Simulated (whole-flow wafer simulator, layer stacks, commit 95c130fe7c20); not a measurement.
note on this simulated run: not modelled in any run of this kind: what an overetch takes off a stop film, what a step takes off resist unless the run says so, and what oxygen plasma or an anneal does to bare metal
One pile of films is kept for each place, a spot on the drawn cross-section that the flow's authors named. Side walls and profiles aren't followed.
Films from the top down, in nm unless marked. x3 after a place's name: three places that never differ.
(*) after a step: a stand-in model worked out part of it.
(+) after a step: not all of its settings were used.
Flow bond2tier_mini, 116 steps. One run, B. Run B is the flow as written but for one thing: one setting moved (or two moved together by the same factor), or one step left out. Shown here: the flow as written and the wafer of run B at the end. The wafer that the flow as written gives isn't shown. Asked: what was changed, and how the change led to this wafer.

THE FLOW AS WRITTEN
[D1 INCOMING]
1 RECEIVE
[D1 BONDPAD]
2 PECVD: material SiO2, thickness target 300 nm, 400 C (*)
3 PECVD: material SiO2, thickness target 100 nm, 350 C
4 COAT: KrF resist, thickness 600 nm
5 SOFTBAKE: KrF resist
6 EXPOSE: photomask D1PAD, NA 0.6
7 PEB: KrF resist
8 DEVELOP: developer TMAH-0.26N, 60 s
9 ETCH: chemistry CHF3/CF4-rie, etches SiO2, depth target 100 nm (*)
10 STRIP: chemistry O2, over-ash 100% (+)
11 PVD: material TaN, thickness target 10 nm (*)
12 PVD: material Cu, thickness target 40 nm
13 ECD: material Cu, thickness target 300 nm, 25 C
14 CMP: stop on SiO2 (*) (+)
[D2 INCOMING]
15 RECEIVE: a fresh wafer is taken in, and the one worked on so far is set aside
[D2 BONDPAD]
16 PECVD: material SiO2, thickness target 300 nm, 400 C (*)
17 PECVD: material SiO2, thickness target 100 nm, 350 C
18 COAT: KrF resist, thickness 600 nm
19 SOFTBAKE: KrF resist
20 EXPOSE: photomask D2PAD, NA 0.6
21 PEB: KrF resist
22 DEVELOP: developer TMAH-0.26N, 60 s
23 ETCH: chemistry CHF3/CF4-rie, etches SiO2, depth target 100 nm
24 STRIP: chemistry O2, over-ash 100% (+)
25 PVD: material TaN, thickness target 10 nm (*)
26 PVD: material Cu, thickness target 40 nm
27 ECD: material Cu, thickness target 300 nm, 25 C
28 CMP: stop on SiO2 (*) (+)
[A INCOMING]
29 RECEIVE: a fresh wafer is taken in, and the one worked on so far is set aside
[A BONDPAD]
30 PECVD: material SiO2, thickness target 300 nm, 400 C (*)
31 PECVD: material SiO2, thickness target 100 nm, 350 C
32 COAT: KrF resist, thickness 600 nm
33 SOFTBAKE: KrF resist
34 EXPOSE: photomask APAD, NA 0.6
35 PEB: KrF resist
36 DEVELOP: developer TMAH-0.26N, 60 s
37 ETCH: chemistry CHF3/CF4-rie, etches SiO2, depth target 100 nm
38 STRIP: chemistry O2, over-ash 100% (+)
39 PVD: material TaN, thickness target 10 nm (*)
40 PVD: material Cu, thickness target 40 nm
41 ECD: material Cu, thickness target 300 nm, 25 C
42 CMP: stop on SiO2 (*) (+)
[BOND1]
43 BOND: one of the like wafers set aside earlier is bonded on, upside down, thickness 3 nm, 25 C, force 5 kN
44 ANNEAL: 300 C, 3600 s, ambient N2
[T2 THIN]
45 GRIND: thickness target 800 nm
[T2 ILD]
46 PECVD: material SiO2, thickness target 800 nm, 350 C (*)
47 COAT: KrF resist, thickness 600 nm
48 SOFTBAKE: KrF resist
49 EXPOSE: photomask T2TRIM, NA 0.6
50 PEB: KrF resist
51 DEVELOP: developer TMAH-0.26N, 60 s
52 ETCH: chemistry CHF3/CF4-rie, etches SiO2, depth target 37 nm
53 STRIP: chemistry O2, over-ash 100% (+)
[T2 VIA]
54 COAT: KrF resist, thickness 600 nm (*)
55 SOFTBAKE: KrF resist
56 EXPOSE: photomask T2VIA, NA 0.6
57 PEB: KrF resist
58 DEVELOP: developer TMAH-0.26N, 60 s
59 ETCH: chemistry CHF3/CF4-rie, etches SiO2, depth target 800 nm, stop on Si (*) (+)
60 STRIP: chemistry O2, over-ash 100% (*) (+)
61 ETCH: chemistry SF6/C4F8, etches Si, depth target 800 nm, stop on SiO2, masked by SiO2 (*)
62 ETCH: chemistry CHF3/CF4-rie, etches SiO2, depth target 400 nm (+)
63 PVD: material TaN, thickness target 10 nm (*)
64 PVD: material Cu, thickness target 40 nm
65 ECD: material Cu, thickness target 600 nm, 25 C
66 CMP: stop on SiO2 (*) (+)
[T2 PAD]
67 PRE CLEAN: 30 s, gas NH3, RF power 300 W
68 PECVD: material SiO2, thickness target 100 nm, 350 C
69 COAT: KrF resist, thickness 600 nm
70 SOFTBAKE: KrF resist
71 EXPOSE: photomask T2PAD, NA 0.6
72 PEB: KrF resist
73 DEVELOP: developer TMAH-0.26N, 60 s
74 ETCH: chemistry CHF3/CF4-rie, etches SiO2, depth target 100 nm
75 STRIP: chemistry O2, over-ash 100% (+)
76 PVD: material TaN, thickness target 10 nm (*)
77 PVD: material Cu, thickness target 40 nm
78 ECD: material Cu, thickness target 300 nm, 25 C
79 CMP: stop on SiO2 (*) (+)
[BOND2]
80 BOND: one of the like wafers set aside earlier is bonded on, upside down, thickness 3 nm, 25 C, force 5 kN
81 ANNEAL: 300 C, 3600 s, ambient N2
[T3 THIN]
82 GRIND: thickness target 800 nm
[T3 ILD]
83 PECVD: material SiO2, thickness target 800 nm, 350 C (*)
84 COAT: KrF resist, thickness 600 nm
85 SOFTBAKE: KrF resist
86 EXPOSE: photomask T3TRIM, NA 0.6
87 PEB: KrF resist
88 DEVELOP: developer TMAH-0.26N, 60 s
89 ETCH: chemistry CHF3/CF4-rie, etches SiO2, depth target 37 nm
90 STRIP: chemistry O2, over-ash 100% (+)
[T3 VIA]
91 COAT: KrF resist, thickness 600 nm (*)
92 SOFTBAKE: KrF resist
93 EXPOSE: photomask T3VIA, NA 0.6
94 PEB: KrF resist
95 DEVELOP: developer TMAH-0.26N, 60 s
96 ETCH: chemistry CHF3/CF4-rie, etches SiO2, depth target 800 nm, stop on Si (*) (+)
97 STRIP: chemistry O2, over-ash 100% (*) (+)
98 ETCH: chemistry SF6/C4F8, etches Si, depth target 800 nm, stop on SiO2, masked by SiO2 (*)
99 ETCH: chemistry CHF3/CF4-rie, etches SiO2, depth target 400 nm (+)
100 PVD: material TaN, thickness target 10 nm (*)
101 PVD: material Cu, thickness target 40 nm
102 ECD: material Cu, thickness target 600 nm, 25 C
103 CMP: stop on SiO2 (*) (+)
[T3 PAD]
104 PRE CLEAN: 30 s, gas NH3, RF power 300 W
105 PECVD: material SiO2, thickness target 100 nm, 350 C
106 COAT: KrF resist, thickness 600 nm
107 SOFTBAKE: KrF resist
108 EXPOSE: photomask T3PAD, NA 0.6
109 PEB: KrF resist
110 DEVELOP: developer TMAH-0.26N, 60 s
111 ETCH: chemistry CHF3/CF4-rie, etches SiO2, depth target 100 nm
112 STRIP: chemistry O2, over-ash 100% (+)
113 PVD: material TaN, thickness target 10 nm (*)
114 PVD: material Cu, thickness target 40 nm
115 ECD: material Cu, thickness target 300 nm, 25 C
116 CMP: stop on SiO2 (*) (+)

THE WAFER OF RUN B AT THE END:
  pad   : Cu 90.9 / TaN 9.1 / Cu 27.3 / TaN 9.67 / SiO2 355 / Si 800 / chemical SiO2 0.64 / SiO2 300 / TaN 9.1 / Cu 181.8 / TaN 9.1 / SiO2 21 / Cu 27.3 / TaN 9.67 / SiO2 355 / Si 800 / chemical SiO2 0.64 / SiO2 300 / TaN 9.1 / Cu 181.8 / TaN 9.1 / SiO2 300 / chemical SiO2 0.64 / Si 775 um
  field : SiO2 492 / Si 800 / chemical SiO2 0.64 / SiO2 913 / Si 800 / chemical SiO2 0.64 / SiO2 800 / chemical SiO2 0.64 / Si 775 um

The cause: step 68, PECVD: thickness target 121 nm was run, where the flow has thickness target 100 nm.

How the change led to this, step by step:
  68 PECVD: material SiO2, thickness target 100 nm, 350 C
      field: SiO2 +121 (as written it would be: SiO2 +100)
      pad: SiO2 +121 (new film) (as written it would be: SiO2 +100 (new film))
  74 ETCH: chemistry CHF3/CF4-rie, etches SiO2, depth target 100 nm
      pad: SiO2 -100 (as written it would be: SiO2 -100 (all of it))
Counting metal films that touch as one body, pad has 4 bodies (between them, from the top down: SiO2 355 / Si 800 / chemical SiO2 0.64 / SiO2 300; SiO2 21; SiO2 355 / Si 800 / chemical SiO2 0.64 / SiO2 300); the flow as written gives 3 bodies (between them, from the top down: SiO2 355 / Si 800 / chemical SiO2 0.64 / SiO2 300; SiO2 355 / Si 800 / chemical SiO2 0.64 / SiO2 300).
